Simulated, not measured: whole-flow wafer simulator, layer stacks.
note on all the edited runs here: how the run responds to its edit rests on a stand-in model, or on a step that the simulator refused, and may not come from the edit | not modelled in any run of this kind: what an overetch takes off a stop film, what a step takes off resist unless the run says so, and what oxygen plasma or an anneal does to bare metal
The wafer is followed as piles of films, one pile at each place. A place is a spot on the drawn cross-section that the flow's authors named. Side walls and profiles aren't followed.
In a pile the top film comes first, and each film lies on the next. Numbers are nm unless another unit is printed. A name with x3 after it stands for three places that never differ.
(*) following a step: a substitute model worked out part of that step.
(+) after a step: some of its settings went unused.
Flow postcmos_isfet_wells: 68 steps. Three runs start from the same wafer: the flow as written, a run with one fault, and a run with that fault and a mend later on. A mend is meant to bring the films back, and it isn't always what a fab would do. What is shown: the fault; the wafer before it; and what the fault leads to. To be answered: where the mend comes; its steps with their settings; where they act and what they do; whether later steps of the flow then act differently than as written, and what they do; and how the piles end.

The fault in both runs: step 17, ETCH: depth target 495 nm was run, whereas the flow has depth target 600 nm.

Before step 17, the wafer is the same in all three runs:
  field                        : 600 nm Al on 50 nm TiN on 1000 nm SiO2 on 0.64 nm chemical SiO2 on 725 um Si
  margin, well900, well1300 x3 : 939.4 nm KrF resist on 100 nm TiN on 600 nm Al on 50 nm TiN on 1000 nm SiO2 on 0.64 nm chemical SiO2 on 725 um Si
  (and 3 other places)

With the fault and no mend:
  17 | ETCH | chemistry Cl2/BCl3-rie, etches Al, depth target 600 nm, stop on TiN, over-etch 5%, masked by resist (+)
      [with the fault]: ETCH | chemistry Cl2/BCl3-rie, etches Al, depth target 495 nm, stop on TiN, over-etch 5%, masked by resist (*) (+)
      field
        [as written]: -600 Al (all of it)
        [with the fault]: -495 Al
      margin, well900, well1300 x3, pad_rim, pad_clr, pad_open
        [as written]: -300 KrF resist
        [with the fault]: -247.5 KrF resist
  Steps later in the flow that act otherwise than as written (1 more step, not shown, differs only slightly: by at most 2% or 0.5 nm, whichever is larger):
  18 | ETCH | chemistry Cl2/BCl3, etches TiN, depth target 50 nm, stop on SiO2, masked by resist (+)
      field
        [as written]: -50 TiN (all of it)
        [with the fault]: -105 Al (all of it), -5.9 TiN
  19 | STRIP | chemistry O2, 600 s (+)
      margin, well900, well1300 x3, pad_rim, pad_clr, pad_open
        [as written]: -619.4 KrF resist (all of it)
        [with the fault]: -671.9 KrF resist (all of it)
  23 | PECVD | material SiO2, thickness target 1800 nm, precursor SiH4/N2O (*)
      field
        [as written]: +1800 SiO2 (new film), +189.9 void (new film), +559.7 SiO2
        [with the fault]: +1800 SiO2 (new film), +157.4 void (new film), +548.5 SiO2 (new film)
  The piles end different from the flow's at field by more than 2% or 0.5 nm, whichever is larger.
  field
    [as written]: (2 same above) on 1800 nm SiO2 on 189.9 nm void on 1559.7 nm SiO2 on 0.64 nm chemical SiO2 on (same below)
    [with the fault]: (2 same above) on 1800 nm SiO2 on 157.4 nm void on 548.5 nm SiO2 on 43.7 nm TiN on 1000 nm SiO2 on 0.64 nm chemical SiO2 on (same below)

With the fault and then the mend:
  The mend stands after step 17.
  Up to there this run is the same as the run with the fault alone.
  17a | ETCH | chemistry Cl2/BCl3-rie, etches Al, depth target 105 nm, stop on TiN, over-etch 5%, masked by resist (the flow's step 17 again, with other settings)
      margin, well900, well1300 x3, pad_rim, pad_clr, pad_open
        -52.5 KrF resist
      field
        -105 Al (all of it)
  Later steps of the flow that are run all act as written at every place that is followed.
  At every place that both follow, the piles at the end match the flow's.
